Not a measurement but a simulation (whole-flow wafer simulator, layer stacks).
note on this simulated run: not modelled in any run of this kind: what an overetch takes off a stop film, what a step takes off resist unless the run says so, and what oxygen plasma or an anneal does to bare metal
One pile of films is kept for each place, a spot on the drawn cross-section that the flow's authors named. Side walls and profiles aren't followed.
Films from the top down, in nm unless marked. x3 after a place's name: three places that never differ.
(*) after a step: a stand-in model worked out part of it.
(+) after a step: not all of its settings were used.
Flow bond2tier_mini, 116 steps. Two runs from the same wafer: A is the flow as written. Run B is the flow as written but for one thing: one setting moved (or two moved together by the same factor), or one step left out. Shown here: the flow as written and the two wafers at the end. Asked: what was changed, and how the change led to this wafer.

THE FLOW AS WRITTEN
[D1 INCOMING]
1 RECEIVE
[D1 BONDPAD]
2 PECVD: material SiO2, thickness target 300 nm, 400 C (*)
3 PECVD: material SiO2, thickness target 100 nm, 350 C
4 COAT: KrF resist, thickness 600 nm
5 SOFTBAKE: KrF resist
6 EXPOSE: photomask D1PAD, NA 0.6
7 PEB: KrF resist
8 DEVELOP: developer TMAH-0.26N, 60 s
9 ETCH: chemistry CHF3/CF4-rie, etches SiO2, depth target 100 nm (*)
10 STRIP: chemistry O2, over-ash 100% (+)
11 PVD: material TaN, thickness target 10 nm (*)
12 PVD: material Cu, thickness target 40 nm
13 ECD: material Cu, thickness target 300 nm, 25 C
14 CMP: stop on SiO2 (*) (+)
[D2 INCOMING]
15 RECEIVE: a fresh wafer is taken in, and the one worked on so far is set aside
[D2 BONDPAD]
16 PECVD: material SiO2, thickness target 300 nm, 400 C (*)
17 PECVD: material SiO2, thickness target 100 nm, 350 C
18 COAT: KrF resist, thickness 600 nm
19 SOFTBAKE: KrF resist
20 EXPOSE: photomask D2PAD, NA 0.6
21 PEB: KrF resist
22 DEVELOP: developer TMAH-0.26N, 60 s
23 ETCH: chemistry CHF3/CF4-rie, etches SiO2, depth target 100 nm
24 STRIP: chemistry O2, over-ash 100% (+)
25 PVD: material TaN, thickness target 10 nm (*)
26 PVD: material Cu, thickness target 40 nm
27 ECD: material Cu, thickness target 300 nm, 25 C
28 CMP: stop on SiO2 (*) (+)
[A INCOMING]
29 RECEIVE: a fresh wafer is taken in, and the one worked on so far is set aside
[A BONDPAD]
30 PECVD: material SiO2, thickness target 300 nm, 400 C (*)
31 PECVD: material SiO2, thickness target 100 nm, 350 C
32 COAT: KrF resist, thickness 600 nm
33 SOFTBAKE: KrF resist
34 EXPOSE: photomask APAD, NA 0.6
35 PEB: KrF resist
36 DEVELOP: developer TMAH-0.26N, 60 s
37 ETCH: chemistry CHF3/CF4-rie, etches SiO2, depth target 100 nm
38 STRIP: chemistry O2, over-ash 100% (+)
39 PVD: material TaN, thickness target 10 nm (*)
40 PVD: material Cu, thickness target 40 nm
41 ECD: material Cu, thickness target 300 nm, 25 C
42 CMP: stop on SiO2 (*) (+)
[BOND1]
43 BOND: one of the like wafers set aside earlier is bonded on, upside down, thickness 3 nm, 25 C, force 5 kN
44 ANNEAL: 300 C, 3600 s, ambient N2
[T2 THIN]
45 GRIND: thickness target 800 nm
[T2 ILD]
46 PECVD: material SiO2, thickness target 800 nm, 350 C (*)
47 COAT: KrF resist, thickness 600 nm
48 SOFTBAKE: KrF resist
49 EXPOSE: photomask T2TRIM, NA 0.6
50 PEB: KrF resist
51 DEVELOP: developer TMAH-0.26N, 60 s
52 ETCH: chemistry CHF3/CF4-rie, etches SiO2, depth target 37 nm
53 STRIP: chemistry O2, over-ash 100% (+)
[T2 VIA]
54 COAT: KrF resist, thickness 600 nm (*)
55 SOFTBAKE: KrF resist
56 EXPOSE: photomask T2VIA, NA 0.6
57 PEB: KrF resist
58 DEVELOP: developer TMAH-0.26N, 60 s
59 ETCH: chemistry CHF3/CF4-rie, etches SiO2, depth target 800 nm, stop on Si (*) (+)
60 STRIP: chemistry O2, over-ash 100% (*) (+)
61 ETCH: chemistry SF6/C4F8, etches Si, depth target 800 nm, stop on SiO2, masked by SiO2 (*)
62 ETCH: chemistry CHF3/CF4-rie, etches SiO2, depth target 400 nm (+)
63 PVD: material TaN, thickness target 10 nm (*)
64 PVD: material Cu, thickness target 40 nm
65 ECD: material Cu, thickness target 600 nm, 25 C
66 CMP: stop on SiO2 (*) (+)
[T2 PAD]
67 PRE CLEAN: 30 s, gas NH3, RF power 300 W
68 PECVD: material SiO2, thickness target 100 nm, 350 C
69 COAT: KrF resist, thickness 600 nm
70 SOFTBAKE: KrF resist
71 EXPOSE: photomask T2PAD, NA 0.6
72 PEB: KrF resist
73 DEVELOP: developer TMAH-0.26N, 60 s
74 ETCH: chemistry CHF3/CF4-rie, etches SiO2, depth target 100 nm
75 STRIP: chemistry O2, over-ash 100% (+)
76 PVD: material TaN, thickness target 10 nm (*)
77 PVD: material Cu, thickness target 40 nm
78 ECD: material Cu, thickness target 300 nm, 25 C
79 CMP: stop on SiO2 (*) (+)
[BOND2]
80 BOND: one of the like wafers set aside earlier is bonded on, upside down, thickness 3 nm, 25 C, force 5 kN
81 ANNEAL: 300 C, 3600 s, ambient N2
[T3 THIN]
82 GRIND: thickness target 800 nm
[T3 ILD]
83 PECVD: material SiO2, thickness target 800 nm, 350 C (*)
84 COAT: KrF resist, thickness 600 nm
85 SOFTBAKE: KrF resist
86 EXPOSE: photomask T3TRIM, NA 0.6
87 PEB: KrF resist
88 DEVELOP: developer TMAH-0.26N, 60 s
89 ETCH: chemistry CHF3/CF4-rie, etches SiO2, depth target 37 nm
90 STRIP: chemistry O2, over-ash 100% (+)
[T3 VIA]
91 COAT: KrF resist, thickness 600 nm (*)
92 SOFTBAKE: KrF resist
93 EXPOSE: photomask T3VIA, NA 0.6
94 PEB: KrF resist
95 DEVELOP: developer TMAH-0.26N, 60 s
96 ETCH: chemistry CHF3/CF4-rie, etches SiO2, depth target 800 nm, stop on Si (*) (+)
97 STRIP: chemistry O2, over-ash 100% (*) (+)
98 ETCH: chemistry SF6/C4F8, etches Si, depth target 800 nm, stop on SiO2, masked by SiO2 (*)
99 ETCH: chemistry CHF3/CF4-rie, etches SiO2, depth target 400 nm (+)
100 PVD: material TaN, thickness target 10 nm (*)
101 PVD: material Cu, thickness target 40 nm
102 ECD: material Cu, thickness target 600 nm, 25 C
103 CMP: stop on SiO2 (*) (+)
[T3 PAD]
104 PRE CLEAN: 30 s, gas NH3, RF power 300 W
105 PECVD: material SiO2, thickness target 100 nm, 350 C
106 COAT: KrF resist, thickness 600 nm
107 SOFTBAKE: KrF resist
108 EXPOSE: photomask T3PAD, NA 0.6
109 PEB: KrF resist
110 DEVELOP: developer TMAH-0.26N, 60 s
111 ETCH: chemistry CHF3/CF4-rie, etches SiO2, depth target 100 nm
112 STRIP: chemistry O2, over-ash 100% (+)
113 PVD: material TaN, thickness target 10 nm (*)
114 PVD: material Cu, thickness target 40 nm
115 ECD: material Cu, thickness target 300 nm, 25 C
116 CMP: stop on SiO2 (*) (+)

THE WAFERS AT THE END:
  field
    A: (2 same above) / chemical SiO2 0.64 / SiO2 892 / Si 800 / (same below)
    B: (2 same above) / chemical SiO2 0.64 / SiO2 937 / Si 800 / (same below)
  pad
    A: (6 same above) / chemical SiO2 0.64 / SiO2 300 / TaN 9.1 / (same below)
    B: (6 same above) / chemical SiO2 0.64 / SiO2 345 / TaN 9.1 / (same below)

The cause: step 17, PECVD: thickness target 145 nm was run, where the flow has thickness target 100 nm.

How the change led to this, step by step:
  17 PECVD: material SiO2, thickness target 100 nm, 350 C
      field, pad, via: A SiO2 +100 | B SiO2 +145
  80 BOND: one of the like wafers set aside earlier is bonded on, upside down, thickness 3 nm, 25 C, force 5 kN
      field: A Si +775 um (new film), chemical SiO2 +0.64 (new film), SiO2 +400 | B Si +775 um (new film), chemical SiO2 +0.64 (new film), SiO2 +445
      pad: A Si +775 um (new film), chemical SiO2 +0.64 (new film), SiO2 +300 (new film), TaN +9.1 (new film), Cu +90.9 | B Si +775 um (new film), chemical SiO2 +0.64 (new film), SiO2 +345 (new film), TaN +9.1 (new film), Cu +90.9
